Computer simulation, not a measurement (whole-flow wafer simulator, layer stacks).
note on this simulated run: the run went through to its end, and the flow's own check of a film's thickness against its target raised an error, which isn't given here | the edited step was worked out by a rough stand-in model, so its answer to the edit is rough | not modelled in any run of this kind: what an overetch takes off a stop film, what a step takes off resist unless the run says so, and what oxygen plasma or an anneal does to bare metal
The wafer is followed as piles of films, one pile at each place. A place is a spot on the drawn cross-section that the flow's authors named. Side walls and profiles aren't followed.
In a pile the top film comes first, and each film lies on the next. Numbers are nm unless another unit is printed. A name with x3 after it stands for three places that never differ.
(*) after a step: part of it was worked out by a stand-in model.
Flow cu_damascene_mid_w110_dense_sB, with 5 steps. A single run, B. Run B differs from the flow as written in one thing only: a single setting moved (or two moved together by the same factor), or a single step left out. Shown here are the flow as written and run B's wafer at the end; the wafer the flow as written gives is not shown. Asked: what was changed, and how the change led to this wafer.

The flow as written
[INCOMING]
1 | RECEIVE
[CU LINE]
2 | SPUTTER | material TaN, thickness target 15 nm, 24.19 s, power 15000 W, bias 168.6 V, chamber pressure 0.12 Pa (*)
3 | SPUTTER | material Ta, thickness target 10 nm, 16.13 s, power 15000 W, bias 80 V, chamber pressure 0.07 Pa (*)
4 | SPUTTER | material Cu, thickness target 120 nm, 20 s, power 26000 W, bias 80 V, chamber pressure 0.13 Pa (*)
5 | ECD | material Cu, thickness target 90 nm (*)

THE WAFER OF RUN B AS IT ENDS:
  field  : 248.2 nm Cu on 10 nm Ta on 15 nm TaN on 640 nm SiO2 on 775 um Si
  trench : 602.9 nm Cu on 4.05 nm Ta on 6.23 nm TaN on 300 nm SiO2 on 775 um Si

The reason: step 5, ECD: thickness target 128.2 nm was run, though the flow has thickness target 90 nm.

How this came from the change, step by step:
  5 | ECD | material Cu, thickness target 90 nm (*)
      field: +128.2 Cu (as written it would have been: +90 Cu)
      trench: +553 Cu (as written it would have been: +514.8 Cu)
